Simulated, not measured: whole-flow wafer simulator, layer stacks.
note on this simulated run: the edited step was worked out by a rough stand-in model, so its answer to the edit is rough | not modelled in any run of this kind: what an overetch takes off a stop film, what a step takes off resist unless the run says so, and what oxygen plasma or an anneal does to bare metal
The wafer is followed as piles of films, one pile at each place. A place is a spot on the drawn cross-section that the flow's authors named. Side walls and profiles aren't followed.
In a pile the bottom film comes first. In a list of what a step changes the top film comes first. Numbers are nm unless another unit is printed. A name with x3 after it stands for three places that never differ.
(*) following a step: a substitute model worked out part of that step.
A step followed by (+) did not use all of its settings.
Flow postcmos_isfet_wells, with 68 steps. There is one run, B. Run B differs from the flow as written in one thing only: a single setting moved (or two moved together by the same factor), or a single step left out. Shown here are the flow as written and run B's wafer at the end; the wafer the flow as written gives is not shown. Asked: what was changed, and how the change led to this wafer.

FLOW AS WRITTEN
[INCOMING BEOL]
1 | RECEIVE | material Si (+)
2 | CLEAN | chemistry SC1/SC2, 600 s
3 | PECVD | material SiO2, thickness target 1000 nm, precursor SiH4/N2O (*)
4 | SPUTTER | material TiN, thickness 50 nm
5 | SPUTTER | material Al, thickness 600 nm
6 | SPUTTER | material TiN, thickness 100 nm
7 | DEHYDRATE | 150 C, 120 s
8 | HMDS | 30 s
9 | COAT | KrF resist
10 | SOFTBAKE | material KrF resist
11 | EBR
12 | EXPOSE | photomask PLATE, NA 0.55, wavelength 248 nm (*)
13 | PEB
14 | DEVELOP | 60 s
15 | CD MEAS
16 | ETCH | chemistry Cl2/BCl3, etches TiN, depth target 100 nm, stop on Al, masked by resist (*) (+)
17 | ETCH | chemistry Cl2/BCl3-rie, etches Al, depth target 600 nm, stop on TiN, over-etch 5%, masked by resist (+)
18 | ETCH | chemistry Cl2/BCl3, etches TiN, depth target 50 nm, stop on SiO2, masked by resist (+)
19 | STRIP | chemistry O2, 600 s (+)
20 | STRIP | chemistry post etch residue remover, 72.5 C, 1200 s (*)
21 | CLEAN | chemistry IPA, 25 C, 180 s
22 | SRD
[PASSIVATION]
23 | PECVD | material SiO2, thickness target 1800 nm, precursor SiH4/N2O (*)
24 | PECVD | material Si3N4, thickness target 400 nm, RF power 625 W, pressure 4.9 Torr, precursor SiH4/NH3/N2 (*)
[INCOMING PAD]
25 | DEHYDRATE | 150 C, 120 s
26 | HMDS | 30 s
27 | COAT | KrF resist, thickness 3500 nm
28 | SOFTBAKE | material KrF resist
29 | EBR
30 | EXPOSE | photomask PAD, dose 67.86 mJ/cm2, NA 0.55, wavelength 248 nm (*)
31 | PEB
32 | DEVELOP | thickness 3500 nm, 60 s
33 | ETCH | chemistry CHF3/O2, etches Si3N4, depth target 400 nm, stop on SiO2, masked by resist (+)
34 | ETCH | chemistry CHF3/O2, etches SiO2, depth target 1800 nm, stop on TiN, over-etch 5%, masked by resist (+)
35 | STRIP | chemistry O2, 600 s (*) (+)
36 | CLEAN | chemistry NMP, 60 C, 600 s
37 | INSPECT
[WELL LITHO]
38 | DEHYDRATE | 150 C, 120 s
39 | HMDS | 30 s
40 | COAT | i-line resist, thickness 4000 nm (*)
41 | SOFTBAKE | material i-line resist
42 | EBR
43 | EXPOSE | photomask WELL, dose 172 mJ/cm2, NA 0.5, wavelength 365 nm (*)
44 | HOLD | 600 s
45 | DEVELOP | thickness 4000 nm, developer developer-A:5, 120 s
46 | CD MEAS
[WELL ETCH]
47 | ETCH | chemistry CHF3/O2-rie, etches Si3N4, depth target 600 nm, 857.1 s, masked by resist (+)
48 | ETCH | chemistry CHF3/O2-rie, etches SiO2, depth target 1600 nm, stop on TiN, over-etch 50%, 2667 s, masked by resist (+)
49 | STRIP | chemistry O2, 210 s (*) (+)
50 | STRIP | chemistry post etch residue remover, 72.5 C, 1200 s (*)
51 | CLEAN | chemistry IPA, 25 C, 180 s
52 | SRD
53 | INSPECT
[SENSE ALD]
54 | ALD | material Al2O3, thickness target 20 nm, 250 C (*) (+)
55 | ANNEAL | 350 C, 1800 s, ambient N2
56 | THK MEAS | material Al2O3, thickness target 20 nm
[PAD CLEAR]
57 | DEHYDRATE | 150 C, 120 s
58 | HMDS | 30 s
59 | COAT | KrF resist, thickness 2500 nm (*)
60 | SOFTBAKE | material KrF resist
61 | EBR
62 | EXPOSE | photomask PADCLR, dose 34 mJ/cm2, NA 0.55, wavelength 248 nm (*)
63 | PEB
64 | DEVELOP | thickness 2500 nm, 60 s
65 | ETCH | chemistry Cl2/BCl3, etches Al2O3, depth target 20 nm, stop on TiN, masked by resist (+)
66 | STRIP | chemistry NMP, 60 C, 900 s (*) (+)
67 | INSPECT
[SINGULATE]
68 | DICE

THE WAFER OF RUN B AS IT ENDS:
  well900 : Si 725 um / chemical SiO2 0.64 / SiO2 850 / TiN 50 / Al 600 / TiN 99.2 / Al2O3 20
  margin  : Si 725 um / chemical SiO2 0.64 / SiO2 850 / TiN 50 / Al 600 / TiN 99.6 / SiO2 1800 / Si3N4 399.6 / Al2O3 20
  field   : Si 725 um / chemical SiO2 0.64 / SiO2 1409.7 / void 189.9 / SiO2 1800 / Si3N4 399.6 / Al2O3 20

What caused this: step 3, PECVD: thickness target 850 nm was run, though the flow has thickness target 1000 nm.
One can read it off the wafer: well900 has SiO2 850, and step 3 as written asks for 1000 nm.

The path from the change to this, step by step:
  3 | PECVD | material SiO2, thickness target 1000 nm, precursor SiH4/N2O (*)
      field, margin, well900, well1300 x3, pad_rim, pad_clr, pad_open: SiO2 gains 850 (new film) (as written it would have been: SiO2 gains 1000 (new film))
